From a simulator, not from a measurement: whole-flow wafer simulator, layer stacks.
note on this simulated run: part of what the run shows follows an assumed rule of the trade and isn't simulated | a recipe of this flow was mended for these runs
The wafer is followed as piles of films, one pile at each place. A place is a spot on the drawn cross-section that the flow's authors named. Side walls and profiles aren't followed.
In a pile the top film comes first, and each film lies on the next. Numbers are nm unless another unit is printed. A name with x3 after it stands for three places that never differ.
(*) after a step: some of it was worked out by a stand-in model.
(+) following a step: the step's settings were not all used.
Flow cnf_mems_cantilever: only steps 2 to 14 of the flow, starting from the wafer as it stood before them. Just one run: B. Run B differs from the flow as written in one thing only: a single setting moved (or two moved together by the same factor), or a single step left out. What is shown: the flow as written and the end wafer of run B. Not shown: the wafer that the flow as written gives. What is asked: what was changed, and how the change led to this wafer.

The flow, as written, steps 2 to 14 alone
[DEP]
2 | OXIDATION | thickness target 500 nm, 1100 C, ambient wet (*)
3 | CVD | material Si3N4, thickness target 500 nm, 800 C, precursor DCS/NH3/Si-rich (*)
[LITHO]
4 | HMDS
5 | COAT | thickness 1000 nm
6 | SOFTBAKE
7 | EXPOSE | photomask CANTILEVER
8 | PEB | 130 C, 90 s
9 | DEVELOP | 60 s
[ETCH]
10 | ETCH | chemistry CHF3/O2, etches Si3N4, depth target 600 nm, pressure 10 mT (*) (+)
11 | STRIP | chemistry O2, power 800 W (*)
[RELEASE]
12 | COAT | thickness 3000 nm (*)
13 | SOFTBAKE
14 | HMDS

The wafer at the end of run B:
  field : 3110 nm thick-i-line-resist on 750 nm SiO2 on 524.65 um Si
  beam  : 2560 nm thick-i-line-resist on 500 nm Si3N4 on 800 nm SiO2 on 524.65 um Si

The reason: step 2, OXIDATION: thickness target 800 nm was run, while the flow as written has thickness target 500 nm.
The wafer itself shows it: beam has SiO2 800, and step 2 as written asks for 500 nm.

The path from the change to this, step by step:
  2 | OXIDATION | thickness target 500 nm, 1100 C, ambient wet (*)
      field, beam: SiO2 gains 800 (new film), chemical SiO2 loses 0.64 (all of it), Si loses 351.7 (as written it would have been: SiO2 gains 500 (new film), chemical SiO2 loses 0.64 (all of it), Si loses 219.7)
